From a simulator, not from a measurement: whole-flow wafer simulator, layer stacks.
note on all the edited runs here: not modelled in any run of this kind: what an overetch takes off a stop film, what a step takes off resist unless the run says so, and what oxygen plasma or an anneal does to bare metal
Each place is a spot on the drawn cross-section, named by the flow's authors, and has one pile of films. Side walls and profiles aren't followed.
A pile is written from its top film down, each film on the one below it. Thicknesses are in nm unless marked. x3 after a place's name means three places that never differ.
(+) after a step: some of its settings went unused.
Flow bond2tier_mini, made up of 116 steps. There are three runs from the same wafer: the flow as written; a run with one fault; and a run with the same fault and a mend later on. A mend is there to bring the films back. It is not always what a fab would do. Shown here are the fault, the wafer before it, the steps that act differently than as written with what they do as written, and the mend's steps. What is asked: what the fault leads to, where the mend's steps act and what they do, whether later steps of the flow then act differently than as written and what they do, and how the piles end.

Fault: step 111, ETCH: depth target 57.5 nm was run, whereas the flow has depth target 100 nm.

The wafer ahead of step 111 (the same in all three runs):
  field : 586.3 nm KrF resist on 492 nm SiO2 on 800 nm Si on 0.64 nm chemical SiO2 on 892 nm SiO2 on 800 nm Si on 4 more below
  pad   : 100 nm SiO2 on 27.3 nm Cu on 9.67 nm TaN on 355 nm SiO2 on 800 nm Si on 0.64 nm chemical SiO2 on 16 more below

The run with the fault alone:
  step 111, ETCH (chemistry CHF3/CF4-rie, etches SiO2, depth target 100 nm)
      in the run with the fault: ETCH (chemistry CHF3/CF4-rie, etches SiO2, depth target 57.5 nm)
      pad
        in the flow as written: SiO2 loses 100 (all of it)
        in the run with the fault: SiO2 loses 57.5
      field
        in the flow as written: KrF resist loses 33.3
        in the run with the fault: KrF resist loses 19.2
  Steps further on in the flow that do not act as written (1 other step is not shown; it differs only slightly, by no more than 2% or 0.5 nm, whichever is larger):
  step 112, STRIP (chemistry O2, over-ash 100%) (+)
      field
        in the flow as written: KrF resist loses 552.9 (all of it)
        in the run with the fault: KrF resist loses 567.1 (all of it)
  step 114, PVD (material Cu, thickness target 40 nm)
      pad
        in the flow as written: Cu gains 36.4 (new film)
        in the run with the fault: Cu gains 37.9 (new film)
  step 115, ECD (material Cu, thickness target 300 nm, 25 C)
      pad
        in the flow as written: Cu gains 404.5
        in the run with the fault: Cu gains 360.1
  The piles end different from the flow's at pad by more than 2% or 0.5 nm, whichever is larger.
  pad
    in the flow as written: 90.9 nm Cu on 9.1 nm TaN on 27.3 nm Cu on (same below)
    in the run with the fault: 48 nm Cu on 9.48 nm TaN on 42.5 nm SiO2 on 27.3 nm Cu on (same below)

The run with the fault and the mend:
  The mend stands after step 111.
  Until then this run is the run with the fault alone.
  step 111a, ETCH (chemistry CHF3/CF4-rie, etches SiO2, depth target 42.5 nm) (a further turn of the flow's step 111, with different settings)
      field
        KrF resist loses 14.2
      pad
        SiO2 loses 42.5 (all of it)
  Later steps of the flow that are run all act as written at every place that is followed.
  By the end, the piles equal the flow's at every place that both follow.
